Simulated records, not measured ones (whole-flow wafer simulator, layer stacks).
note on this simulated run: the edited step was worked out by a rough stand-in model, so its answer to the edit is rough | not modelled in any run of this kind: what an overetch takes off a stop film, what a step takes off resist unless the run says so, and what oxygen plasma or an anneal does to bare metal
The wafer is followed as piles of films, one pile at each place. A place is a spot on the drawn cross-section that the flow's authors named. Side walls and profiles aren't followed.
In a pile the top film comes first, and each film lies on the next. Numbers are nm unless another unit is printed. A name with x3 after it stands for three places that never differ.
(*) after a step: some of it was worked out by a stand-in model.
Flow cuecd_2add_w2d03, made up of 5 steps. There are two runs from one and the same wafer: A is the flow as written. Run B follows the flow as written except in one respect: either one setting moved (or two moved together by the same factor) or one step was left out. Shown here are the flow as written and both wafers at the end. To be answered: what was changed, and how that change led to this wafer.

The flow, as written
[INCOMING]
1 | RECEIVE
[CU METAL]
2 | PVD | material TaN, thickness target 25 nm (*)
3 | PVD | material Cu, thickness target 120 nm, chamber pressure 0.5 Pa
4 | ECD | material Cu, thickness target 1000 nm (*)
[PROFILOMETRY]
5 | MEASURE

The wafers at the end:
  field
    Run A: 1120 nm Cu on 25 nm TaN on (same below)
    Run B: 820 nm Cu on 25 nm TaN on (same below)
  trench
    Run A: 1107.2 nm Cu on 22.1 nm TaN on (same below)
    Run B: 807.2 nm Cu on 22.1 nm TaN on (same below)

Cause: step 4, ECD: thickness target 700 nm was run, whereas the flow has thickness target 1000 nm.

The path from the change to this, step by step:
  4 | ECD | material Cu, thickness target 1000 nm (*)
      field, trench: A +1000 Cu | B +700 Cu
